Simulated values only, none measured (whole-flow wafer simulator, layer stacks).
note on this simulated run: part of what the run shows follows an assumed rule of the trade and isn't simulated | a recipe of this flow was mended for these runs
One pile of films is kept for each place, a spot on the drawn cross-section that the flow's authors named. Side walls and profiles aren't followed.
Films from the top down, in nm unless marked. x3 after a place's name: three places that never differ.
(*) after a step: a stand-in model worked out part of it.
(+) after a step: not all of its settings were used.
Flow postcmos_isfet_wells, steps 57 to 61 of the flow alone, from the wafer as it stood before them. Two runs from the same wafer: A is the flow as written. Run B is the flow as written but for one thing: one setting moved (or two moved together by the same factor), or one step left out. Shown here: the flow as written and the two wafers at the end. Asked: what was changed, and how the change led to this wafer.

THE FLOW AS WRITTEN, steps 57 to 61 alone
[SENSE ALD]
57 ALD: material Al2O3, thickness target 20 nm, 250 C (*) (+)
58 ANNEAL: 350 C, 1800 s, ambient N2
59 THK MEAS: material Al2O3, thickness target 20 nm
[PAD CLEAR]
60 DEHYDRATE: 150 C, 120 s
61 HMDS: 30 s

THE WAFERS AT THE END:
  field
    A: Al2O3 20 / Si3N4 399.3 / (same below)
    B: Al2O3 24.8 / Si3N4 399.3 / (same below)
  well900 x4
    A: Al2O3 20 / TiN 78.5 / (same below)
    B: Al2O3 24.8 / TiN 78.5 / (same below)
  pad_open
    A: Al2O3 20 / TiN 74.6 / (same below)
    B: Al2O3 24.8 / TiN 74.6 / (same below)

The cause: step 57, ALD: thickness target 24.8 nm was run, where the flow has thickness target 20 nm.
It can be read off the wafer: field has Al2O3 24.8, and step 57 as written asks for 20 nm.

How the change led to this, step by step:
  57 ALD: material Al2O3, thickness target 20 nm, 250 C (*) (+)
      field, margin x3, well900 x4, pad_open: A Al2O3 +20 (new film) | B Al2O3 +24.8 (new film)
